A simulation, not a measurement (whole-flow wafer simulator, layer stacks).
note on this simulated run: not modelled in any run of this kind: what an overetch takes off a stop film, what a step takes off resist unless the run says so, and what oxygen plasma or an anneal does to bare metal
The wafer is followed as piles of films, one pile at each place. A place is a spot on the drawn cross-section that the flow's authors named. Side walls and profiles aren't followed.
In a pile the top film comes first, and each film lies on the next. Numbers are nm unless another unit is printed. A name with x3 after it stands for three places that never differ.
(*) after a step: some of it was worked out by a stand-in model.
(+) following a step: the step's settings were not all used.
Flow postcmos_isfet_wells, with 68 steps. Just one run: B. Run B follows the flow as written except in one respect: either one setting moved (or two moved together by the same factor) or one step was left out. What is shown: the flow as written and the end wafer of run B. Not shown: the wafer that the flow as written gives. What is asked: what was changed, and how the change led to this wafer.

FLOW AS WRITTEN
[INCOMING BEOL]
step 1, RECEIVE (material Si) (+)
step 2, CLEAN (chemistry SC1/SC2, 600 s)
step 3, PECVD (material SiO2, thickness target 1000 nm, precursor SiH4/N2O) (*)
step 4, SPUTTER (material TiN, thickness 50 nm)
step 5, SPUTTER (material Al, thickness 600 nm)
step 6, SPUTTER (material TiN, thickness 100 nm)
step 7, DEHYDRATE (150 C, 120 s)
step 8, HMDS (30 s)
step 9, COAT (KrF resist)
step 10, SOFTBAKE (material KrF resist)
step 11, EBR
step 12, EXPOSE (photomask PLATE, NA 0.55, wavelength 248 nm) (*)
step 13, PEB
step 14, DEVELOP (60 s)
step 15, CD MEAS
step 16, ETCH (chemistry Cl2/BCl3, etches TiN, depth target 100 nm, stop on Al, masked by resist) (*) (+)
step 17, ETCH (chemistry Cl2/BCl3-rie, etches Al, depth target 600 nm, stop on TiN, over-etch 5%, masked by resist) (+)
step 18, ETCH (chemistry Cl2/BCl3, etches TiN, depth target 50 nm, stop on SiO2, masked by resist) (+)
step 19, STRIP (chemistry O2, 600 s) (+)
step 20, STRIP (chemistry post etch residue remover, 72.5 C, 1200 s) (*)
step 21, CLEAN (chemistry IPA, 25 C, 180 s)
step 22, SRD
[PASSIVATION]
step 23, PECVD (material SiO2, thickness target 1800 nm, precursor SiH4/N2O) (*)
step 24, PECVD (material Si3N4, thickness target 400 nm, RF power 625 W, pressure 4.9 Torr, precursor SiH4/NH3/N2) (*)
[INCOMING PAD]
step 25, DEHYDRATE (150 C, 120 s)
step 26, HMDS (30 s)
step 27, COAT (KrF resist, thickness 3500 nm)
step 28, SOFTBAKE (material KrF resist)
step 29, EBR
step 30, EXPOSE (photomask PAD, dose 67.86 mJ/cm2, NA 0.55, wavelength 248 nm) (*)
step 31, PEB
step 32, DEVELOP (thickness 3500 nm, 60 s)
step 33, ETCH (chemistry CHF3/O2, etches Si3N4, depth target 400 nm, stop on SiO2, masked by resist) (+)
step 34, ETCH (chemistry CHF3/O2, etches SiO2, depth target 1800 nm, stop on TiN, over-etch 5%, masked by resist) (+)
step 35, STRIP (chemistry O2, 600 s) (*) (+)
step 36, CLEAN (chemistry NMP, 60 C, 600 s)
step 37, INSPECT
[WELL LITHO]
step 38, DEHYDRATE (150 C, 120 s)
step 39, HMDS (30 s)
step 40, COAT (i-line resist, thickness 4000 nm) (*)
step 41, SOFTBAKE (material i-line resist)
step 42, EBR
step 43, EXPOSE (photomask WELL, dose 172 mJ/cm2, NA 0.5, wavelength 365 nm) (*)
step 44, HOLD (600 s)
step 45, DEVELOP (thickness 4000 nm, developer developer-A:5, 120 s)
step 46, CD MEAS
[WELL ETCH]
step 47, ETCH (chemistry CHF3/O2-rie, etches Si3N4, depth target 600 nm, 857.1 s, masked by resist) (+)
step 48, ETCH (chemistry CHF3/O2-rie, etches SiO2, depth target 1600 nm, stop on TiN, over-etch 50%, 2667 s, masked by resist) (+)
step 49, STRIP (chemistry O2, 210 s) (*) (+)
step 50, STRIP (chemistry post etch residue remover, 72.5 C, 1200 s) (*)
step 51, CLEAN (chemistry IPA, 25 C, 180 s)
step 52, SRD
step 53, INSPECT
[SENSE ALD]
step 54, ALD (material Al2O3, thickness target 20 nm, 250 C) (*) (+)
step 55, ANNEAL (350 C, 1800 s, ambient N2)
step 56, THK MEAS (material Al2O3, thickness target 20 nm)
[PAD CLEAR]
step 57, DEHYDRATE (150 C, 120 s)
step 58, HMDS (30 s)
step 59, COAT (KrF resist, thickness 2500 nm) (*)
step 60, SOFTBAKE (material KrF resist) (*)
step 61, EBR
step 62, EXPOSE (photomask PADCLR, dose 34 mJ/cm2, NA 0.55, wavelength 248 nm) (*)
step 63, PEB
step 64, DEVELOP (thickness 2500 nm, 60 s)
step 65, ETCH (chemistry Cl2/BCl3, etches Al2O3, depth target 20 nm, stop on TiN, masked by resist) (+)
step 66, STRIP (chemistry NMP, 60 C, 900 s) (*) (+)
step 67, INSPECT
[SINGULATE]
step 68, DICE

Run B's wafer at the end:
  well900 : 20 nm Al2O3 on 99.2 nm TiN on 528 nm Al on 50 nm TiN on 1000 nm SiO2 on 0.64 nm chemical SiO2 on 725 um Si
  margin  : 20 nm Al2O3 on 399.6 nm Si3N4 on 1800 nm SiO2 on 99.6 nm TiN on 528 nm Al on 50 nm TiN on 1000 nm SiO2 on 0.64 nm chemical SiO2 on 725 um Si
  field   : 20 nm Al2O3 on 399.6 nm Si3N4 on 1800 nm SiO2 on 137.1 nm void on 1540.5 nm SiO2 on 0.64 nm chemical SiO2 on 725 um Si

The reason: step 5, SPUTTER: thickness 528 nm was run, whereas the flow has thickness 600 nm; step 17, ETCH: depth target 528 nm was run, where the flow has depth target 600 nm.
The wafer lets one read it off: well900 has Al 528, and step 5 as written asks for 600 nm.

How this came from the change, step by step:
  step 5, SPUTTER (material Al, thickness 600 nm)
      field, margin, well900 and 6 more: +528 Al (new film) (it would be, as written: +600 Al (new film))
  step 17, ETCH (chemistry Cl2/BCl3-rie, etches Al, depth target 600 nm, stop on TiN, over-etch 5%, masked by resist) (+)
      margin, well900, well1300, well2000, well3000, pad_rim, pad_clr, pad_open: -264 KrF resist (it would be, as written: -300 KrF resist)
      field: -528 Al (all of it) (it would be, as written: -600 Al (all of it))
  step 19, STRIP (chemistry O2, 600 s) (+)
      margin, well900, well1300, well2000, well3000, pad_rim, pad_clr, pad_open: -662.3 KrF resist (all of it) (it would be, as written: -626.3 KrF resist (all of it))
  step 23, PECVD (material SiO2, thickness target 1800 nm, precursor SiH4/N2O) (*)
      field: +1800 SiO2 (new film), +137.1 void (new film), +540.5 SiO2 (it would be, as written: +1800 SiO2 (new film), +189.9 void (new film), +559.7 SiO2)
